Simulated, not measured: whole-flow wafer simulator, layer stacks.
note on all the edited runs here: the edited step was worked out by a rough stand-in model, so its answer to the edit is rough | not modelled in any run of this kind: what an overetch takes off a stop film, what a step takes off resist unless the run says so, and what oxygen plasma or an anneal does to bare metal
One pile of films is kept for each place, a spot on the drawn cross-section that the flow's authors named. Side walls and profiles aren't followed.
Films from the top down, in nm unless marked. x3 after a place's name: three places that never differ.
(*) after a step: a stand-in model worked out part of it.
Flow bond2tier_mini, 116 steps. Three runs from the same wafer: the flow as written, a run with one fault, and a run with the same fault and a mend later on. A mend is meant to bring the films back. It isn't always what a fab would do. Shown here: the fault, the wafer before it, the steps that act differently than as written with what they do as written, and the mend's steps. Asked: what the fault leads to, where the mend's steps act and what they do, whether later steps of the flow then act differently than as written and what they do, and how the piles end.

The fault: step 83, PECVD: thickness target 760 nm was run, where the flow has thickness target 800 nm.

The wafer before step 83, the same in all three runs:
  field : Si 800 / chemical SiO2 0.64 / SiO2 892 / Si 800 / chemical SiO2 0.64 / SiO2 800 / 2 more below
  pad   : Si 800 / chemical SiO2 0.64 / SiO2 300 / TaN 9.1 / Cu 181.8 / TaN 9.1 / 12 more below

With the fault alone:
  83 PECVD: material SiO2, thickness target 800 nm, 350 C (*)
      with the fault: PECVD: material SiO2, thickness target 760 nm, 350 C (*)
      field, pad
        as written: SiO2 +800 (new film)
        with the fault: SiO2 +760 (new film)
  No later step of the flow acts differently than as written at any place that is followed.
  At the end the piles differ from the flow's by more than 2% or 0.5 nm, whichever is larger, at field, pad.
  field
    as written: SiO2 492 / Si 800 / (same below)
    with the fault: SiO2 452 / Si 800 / (same below)
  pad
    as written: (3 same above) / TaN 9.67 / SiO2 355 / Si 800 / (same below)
    with the fault: (3 same above) / TaN 9.67 / SiO2 315 / Si 800 / (same below)

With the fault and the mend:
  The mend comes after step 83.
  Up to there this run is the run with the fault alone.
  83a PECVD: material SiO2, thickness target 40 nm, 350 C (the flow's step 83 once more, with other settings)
      field, pad
        SiO2 +40
  No later step of the flow acts differently than as written at any place that is followed.
  At the end the piles are the same as the flow's at every place that both follow.
